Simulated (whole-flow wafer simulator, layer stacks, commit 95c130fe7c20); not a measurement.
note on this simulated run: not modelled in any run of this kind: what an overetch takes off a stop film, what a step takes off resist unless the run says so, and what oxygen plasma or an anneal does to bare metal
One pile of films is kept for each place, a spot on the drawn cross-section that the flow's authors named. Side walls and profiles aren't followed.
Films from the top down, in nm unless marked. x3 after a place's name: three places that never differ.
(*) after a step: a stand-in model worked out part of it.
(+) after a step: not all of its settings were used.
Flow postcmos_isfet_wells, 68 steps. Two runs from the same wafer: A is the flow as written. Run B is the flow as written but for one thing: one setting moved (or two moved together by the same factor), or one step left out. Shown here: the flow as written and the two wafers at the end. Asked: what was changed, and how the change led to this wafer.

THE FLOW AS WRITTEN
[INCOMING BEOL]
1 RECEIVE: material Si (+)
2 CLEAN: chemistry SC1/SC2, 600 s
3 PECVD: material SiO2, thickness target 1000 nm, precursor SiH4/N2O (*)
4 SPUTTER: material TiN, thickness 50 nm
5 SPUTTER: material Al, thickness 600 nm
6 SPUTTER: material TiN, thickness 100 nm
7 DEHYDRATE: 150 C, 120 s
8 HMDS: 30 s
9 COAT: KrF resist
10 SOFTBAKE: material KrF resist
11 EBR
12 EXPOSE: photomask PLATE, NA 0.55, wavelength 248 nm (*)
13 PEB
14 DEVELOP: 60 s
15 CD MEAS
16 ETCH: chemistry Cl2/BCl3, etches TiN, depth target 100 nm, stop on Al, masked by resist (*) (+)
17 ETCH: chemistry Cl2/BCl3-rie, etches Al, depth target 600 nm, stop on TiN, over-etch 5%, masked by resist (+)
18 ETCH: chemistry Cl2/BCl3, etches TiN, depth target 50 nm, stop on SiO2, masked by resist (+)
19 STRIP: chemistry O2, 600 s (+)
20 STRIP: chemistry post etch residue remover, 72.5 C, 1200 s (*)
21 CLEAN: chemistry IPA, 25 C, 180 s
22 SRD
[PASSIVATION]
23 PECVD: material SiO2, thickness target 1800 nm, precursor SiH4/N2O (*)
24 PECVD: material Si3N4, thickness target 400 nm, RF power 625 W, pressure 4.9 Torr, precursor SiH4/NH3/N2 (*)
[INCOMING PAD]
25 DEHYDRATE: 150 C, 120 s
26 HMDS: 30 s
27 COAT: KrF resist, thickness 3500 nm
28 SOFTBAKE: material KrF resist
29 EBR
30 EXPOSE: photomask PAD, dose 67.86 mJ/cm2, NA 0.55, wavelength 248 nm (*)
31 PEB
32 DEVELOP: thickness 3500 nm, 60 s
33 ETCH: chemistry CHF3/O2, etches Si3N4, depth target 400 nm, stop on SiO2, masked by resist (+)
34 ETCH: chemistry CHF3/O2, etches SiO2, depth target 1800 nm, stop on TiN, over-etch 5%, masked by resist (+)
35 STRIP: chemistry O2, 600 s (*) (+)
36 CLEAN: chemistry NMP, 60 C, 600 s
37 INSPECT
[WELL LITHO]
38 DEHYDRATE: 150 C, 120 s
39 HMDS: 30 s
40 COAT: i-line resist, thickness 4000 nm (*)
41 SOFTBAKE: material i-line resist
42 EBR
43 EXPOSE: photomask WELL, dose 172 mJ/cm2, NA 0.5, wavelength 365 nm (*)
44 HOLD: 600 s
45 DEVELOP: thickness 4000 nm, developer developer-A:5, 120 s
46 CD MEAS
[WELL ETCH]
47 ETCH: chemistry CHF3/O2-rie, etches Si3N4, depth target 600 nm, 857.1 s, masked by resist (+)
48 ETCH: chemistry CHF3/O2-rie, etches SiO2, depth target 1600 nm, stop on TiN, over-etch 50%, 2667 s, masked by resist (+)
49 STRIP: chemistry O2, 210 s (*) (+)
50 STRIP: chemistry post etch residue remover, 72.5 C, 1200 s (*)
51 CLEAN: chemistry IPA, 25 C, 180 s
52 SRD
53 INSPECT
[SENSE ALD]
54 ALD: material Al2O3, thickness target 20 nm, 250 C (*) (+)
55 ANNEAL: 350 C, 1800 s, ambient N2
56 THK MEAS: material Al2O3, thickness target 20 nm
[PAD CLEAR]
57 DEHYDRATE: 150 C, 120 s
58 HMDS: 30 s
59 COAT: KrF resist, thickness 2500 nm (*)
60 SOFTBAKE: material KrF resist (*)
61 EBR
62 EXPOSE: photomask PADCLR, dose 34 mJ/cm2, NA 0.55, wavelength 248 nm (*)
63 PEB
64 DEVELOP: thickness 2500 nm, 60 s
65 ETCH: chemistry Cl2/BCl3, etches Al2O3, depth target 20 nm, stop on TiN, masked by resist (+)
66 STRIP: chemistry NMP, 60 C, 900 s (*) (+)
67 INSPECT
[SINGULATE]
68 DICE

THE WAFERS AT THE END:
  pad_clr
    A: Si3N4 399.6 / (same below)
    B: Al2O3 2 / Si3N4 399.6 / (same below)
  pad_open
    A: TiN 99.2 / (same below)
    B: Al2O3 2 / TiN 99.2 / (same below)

The cause: step 65, ETCH: depth target 18 nm was run, where the flow has depth target 20 nm.

How the change led to this, step by step:
  65 ETCH: chemistry Cl2/BCl3, etches Al2O3, depth target 20 nm, stop on TiN, masked by resist (+)
      pad_clr, pad_open: A Al2O3 -20 (all of it) | B Al2O3 -18
      field, margin, pad_rim: A KrF resist -25 | B KrF resist -22.5
